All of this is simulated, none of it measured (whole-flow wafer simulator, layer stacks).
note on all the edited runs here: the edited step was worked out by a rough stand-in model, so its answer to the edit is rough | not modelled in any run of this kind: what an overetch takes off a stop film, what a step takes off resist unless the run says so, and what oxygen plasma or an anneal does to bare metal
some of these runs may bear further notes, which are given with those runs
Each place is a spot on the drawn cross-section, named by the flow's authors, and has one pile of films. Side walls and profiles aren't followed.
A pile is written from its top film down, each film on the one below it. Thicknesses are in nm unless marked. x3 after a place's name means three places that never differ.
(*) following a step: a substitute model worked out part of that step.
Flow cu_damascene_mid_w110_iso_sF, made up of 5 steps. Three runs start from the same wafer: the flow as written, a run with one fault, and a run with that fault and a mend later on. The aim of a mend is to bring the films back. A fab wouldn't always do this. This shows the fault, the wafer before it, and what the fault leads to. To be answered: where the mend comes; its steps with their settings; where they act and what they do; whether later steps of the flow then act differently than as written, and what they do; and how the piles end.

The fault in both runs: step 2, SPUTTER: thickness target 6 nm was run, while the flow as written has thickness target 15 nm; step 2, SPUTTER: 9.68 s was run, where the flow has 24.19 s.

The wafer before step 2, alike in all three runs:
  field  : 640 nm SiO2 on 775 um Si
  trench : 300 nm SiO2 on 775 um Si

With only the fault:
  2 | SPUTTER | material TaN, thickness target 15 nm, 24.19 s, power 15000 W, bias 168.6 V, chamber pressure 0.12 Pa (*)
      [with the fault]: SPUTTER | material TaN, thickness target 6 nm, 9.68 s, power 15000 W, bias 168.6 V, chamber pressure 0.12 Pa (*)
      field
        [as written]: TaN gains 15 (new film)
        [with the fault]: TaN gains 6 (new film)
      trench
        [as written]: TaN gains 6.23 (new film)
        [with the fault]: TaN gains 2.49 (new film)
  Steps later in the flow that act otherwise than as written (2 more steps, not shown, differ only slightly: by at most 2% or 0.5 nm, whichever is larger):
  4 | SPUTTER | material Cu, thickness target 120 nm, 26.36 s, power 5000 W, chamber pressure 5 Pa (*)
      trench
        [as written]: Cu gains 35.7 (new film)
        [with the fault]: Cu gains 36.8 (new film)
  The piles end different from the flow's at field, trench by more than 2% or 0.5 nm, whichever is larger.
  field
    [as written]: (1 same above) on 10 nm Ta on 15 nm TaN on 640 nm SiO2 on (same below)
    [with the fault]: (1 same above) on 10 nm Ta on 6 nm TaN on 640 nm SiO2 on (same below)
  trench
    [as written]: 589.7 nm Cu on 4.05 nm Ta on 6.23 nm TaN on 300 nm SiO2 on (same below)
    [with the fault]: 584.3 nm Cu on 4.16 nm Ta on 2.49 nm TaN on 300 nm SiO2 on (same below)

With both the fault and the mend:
  The mend stands after step 2.
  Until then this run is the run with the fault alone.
  2a | SPUTTER | material TaN, thickness target 9 nm, 14.51 s, power 15000 W, bias 168.6 V, chamber pressure 0.12 Pa (*) (the flow's step 2 again, with other settings)
      field
        TaN gains 9
      trench
        TaN gains 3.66
  Later steps of the flow that are run all act as written at every place that is followed, up to a difference of at most 2% or 0.5 nm, whichever is larger.
  The piles end only slightly different from the flow's at the places that both follow, by no more than 2% or 0.5 nm, whichever is larger.
